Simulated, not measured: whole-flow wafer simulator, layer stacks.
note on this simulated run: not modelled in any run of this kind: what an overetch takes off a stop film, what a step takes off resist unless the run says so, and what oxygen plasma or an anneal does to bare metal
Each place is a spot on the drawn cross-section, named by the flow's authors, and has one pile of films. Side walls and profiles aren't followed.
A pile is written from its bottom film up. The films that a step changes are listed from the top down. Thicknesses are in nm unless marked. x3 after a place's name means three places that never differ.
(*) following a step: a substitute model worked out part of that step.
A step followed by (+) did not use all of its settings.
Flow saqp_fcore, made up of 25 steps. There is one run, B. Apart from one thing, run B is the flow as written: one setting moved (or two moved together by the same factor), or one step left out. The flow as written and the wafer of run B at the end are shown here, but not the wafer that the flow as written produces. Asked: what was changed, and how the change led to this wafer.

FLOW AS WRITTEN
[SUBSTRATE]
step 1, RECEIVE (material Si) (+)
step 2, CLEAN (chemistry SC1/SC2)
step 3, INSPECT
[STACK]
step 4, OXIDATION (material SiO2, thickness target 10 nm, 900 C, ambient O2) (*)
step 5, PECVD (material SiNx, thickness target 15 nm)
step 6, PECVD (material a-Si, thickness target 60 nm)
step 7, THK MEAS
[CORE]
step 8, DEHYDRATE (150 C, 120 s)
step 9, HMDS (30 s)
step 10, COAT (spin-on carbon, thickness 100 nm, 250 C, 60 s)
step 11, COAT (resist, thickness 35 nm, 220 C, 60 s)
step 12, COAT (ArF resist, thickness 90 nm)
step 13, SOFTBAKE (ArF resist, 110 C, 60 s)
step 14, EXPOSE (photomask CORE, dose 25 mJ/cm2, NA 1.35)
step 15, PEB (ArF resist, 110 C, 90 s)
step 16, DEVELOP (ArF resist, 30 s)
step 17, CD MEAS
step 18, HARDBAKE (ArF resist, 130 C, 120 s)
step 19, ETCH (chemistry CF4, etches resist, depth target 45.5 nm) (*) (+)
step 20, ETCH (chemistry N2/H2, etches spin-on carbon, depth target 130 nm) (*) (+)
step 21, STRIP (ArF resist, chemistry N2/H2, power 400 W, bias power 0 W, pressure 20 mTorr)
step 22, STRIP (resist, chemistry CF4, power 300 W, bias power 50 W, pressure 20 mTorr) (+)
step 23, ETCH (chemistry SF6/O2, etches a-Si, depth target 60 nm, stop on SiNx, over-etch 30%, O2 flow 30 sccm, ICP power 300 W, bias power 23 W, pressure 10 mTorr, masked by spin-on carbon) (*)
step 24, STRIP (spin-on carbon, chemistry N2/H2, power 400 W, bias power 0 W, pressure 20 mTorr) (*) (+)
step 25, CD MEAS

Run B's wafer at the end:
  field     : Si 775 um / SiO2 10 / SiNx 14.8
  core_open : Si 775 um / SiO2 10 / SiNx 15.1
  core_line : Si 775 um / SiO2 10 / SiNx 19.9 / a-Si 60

What caused this: step 5, PECVD: thickness target 19.9 nm was run, whereas the flow has thickness target 15 nm.
One can read it off the wafer: core_line has SiNx 19.9, and step 5 as written asks for 15 nm.

The path from the change to this, step by step:
  step 5, PECVD (material SiNx, thickness target 15 nm)
      field, core_open, core_line: SiNx gains 19.9 (new film) (in the flow as written it would be: SiNx gains 15 (new film))
